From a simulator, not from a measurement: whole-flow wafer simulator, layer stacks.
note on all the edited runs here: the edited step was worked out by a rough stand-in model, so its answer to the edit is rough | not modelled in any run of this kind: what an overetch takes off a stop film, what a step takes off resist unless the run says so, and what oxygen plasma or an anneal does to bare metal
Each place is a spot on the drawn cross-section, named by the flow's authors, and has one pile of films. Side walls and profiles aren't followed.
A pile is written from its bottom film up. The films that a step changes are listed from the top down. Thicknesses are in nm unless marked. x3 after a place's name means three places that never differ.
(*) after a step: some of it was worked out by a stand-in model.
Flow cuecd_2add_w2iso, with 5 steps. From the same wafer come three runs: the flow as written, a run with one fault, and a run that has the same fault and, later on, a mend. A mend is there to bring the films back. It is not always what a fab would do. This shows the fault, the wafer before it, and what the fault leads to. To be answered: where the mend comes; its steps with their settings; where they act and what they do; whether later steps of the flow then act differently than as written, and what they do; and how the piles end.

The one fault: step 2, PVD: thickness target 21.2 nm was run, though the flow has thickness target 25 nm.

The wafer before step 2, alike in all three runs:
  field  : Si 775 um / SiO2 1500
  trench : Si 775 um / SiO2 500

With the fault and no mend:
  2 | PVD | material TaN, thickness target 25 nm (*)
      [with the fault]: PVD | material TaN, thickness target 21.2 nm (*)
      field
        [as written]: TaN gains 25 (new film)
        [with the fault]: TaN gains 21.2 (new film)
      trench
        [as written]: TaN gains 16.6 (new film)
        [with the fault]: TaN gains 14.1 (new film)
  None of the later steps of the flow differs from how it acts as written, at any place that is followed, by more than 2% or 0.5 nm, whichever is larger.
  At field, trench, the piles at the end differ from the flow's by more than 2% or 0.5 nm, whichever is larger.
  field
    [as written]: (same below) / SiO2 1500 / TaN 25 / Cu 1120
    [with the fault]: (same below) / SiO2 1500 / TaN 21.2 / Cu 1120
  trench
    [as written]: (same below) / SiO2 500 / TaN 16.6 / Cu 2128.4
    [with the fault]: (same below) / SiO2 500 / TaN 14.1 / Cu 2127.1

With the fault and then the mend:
  The mend follows step 2.
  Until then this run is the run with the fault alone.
  2a | PVD | material TaN, thickness target 3.8 nm (*) (the flow's step 2, run once more with other settings)
      field
        TaN gains 3.8
      trench
        TaN gains 2.51
  None of the later steps of the flow acts differently than as written at any place that is followed.
  The piles end the same as the flow's at every place that both follow.
